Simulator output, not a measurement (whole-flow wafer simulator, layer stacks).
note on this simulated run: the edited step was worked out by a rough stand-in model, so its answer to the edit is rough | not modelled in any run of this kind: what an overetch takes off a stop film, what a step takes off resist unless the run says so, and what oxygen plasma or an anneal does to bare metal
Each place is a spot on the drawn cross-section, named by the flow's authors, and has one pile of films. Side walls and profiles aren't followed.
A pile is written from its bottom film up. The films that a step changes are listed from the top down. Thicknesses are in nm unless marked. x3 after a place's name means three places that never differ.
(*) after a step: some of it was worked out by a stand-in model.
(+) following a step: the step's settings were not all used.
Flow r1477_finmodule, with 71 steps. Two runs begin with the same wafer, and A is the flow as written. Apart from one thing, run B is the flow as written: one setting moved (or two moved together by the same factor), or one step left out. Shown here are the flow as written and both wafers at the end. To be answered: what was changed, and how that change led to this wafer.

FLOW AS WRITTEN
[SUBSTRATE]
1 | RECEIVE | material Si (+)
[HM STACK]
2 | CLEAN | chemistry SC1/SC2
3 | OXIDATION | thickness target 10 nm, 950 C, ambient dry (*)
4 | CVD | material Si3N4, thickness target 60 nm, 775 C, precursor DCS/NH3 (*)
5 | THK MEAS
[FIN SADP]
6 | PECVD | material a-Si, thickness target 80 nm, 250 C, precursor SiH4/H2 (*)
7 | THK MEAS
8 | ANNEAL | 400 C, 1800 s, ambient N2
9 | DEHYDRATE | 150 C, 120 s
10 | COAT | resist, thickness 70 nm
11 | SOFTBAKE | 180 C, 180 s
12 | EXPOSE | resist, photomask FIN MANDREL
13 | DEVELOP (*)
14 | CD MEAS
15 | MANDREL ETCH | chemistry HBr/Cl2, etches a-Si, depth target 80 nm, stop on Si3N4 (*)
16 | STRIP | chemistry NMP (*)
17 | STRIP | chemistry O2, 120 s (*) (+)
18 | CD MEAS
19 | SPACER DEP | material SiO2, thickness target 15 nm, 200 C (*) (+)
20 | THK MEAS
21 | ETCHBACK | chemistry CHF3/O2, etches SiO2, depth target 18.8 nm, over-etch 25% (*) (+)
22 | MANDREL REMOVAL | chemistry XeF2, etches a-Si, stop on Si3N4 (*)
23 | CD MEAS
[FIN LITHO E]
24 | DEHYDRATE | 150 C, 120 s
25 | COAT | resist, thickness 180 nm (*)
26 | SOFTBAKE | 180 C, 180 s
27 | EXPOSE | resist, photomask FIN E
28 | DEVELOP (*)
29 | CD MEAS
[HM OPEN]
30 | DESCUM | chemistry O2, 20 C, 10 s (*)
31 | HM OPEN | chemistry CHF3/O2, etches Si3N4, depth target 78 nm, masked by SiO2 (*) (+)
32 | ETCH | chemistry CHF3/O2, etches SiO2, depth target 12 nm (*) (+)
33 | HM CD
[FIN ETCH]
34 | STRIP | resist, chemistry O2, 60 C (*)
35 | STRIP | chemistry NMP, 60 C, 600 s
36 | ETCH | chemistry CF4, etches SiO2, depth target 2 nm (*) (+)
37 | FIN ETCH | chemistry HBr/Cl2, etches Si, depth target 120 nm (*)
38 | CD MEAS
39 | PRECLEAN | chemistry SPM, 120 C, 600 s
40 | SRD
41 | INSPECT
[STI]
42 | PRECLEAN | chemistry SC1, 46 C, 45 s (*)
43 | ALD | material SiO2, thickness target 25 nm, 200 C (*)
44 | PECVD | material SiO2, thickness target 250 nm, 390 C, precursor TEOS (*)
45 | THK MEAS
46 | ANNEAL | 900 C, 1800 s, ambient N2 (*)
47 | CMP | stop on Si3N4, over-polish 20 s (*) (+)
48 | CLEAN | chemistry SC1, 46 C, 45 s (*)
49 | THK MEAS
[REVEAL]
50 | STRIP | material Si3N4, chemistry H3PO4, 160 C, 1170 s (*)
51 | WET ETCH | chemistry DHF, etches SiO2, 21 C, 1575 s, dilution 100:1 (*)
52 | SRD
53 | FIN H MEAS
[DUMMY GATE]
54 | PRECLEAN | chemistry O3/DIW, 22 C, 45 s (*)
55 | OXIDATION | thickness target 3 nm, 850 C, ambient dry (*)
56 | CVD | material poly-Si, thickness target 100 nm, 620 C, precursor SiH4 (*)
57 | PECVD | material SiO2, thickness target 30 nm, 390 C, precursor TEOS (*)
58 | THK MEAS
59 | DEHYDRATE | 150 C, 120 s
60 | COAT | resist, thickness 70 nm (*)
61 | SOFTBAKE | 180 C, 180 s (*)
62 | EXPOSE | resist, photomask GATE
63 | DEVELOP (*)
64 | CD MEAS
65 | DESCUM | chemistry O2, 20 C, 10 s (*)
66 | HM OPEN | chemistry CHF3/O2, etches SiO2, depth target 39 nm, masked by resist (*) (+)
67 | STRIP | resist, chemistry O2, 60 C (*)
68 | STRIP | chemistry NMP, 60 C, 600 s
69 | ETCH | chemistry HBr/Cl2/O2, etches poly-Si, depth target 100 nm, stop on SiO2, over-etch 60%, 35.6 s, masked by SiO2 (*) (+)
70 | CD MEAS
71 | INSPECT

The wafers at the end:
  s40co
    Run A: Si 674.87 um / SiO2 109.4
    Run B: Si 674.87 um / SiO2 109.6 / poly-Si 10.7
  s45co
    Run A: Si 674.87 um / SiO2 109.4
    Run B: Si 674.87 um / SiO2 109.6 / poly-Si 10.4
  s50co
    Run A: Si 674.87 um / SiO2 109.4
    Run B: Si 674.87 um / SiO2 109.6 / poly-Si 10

What caused this: step 56, CVD: thickness target 158.5 nm was run, whereas the flow has thickness target 100 nm.

How this came from the change, step by step:
  56 | CVD | material poly-Si, thickness target 100 nm, 620 C, precursor SiH4 (*)
      pad, padg, elg and 26 more: A +100 poly-Si (new film) | B +158.5 poly-Si (new film)
      s40cg, s40co: A +113.9 poly-Si (new film) | B +173.2 poly-Si (new film)
      (as well as at 5 more places)
  67 | STRIP | resist, chemistry O2, 60 C (*)
      s40cg: A -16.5 resist (all of it) | B -15.8 resist (all of it)
      s45cg: A -16.9 resist (all of it) | B -16.1 resist (all of it)
      (as well as at 1 more place)
  69 | ETCH | chemistry HBr/Cl2/O2, etches poly-Si, depth target 100 nm, stop on SiO2, over-etch 60%, 35.6 s, masked by SiO2 (*) (+)
      pad, eso, e40so, e100so, e200so, s40so, s45so, s50so: A -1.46 chemical SiO2 (all of it), -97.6 poly-Si (all of it), -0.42 SiO2 | B -1.46 chemical SiO2 (all of it), -156.1 poly-Si (all of it)
      elo, e40lo, e100lo, e200lo: A -1.46 chemical SiO2 (all of it), -97.6 poly-Si (all of it), -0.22 Si3N4 | B -1.46 chemical SiO2 (all of it), -156.1 poly-Si (all of it)
      (as well as at 6 more places)
